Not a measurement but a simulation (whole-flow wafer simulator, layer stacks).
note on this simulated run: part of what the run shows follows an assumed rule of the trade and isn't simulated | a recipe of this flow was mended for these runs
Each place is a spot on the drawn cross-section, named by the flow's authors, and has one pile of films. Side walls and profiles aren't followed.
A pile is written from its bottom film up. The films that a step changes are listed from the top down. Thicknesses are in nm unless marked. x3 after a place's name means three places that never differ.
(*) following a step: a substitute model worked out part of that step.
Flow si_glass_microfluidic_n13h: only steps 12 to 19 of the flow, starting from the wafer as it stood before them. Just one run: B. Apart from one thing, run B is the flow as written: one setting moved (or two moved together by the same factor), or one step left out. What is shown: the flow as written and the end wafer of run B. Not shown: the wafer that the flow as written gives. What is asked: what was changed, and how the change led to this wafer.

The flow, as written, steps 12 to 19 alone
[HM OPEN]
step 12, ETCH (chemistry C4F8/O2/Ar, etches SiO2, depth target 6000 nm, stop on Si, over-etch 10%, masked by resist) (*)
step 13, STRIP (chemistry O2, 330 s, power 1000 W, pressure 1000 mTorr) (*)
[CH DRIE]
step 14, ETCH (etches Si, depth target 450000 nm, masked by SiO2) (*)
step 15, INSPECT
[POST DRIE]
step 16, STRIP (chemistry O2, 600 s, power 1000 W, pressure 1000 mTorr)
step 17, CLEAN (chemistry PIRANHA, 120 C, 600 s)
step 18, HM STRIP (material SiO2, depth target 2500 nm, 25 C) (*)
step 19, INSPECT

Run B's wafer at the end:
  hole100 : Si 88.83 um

The reason: step 12, ETCH: over-etch 11.5% was run, while the flow as written has over-etch 10%.

How this came from the change, step by step:
  step 12, ETCH (chemistry C4F8/O2/Ar, etches SiO2, depth target 6000 nm, stop on Si, over-etch 10%, masked by resist) (*)
      hole100: -6000 SiO2 (all of it), -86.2 Si (it would be, as written: -6000 SiO2 (all of it), -75 Si)
